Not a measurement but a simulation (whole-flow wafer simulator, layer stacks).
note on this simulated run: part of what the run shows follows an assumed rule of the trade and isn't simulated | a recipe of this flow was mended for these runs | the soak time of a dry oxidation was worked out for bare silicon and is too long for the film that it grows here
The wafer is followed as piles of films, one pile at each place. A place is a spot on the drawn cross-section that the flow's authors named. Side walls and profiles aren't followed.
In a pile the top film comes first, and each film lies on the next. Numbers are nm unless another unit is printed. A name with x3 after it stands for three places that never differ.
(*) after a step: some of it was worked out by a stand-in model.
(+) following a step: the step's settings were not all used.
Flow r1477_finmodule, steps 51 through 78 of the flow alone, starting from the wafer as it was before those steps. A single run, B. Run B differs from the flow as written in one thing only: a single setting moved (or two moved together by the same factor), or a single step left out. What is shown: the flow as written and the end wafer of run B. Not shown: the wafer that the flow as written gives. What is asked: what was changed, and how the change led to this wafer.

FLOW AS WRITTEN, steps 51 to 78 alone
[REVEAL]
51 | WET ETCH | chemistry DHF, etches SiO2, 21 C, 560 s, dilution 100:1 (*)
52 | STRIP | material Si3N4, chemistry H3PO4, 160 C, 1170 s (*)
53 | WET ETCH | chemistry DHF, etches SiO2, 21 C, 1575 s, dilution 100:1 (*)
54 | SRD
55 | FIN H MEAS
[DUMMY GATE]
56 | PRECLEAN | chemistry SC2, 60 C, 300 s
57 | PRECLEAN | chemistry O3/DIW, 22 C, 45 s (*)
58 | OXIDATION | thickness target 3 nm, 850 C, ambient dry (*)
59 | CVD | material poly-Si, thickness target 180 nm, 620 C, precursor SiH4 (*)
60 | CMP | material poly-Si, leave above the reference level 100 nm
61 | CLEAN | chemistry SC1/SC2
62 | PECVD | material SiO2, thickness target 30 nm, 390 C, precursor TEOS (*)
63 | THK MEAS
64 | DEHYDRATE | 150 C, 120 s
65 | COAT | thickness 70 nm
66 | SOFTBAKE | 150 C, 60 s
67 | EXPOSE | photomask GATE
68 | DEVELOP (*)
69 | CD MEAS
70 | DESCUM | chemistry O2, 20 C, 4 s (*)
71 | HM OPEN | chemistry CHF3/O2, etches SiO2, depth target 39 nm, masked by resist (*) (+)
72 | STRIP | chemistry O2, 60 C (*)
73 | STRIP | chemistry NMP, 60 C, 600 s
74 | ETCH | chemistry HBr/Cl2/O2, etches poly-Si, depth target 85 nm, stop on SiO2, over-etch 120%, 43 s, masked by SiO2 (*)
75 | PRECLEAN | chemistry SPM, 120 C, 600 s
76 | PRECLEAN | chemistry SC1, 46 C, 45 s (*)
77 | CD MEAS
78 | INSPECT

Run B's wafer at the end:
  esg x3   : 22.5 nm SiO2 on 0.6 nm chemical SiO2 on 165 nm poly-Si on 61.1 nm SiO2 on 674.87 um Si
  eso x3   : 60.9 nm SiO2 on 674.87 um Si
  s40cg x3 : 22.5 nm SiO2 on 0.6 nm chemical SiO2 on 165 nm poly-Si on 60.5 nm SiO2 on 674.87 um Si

The reason: step 53, WET ETCH: 1953 s was run, whereas the flow has 1575 s.

How this came from the change, step by step:
  53 | WET ETCH | chemistry DHF, etches SiO2, 21 C, 1575 s, dilution 100:1 (*)
      esg x3, e200sg, s40cg x3, s40sg x3, eso x3, e200so, s40co x3, s40so x3: SiO2 loses 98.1 (in the flow as written it would be: SiO2 loses 79.1)
      pad, padg: SiO2 loses 105.8 (in the flow as written it would be: SiO2 loses 85.7)
  59 | CVD | material poly-Si, thickness target 180 nm, 620 C, precursor SiH4 (*)
      esg x3, s40cg x3, s40sg x3, eso x3, s40co x3, s40so x3: poly-Si gains 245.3 (new film) (in the flow as written it would be: poly-Si gains 226.3 (new film))
      e200sg, e200so: poly-Si gains 245.3 (new film) (in the flow as written it would be: poly-Si gains 219.2 (new film))
  60 | CMP | material poly-Si, leave above the reference level 100 nm
      pad, padg: poly-Si loses 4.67 (in the flow as written it would be: poly-Si loses 24.8)
      e200sg, e200so: poly-Si loses 80 (in the flow as written it would be: poly-Si loses 72.9)
  74 | ETCH | chemistry HBr/Cl2/O2, etches poly-Si, depth target 85 nm, stop on SiO2, over-etch 120%, 43 s, masked by SiO2 (*)
      eso x3, e200so, s40co x3, s40so x3: chemical SiO2 loses 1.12 (all of it), poly-Si loses 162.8 (all of it), SiO2 loses 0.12 (in the flow as written it would be: chemical SiO2 loses 1.12 (all of it), poly-Si loses 143.9 (all of it), SiO2 loses 0.22)
      pad: chemical SiO2 loses 1.12 (all of it), poly-Si loses 172.9 (all of it), SiO2 loses 0.07 (in the flow as written it would be: chemical SiO2 loses 1.12 (all of it), poly-Si loses 152.8 (all of it), SiO2 loses 0.17)
